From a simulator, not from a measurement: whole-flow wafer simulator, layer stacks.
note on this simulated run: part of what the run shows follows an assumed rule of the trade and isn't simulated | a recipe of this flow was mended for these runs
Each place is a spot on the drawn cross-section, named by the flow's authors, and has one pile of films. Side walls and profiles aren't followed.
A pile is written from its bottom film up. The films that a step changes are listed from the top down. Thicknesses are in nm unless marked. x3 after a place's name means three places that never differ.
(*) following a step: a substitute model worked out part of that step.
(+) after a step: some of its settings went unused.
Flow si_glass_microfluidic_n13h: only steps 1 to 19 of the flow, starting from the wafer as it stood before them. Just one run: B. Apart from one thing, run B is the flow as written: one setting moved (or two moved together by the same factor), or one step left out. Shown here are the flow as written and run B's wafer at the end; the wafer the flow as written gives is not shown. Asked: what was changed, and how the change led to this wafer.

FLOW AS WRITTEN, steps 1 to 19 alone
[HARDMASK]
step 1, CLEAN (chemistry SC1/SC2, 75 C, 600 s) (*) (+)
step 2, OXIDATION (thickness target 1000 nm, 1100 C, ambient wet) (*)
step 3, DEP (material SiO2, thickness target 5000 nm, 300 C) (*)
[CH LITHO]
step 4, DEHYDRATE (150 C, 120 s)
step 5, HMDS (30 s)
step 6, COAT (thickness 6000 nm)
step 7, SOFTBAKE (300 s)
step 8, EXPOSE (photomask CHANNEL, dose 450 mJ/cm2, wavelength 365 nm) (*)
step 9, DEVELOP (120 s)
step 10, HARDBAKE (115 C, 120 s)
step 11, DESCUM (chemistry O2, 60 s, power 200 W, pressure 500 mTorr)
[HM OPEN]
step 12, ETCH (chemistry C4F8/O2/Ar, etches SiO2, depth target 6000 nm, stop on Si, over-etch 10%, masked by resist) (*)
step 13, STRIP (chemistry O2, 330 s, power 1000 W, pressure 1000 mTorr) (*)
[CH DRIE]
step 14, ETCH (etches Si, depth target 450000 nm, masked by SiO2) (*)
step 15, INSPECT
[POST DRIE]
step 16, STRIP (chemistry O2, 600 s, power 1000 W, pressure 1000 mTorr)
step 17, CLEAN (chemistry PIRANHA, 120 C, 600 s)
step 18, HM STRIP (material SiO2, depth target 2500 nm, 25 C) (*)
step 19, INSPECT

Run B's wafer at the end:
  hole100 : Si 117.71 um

The reason: step 12, ETCH: depth target 5280 nm was run, though the flow has depth target 6000 nm.

The path from the change to this, step by step:
  step 12, ETCH (chemistry C4F8/O2/Ar, etches SiO2, depth target 6000 nm, stop on Si, over-etch 10%, masked by resist) (*)
      hole100: SiO2 loses 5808 (in the flow as written it would be: SiO2 loses 6000 (all of it), Si loses 75)
      land: thick-i-line-resist loses 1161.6 (in the flow as written it would be: thick-i-line-resist loses 1320)
  step 13, STRIP (chemistry O2, 330 s, power 1000 W, pressure 1000 mTorr) (*)
      hole100: nothing (in the flow as written it would be: chemical SiO2 gains 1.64 (new film), Si loses 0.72)
      land: thick-i-line-resist loses 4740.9 (all of it) (in the flow as written it would be: thick-i-line-resist loses 4582.5 (all of it))
  step 14, ETCH (etches Si, depth target 450000 nm, masked by SiO2) (*)
      hole100: SiO2 loses 192 (all of it), Si loses 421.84 um (in the flow as written it would be: chemical SiO2 loses 1.64 (all of it), Si loses 450.64 um)
